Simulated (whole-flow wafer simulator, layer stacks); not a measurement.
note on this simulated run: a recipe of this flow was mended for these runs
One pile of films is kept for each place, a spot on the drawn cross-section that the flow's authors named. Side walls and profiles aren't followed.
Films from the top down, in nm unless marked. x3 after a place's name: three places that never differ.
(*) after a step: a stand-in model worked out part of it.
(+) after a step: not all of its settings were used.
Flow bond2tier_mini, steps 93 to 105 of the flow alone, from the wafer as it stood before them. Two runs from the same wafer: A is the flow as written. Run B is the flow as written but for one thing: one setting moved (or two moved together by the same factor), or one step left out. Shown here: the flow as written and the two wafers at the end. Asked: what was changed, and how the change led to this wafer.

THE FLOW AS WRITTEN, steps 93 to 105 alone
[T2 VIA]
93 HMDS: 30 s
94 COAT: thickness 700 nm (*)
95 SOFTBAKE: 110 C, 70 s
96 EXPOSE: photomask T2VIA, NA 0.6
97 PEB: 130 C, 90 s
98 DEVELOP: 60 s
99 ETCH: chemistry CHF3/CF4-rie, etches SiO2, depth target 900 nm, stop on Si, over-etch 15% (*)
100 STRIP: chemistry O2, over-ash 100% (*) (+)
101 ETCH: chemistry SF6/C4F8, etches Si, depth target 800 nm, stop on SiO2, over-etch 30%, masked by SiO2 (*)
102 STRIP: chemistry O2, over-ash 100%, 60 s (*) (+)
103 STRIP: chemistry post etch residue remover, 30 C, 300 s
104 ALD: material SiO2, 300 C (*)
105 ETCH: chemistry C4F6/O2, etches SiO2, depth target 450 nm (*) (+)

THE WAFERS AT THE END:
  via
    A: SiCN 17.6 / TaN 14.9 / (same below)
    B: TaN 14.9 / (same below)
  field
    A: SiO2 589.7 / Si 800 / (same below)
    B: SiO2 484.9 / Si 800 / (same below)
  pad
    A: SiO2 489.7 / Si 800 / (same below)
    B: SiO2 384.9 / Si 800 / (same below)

The cause: step 105, ETCH: depth target 554.8 nm was run, where the flow has depth target 450 nm.

How the change led to this, step by step:
  105 ETCH: chemistry C4F6/O2, etches SiO2, depth target 450 nm (*) (+)
      via: A SiO2 -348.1 (all of it), SiCN -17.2 | B SiO2 -348.1 (all of it), SiCN -34.8 (all of it)
      field, pad: A SiO2 -450 | B SiO2 -554.8
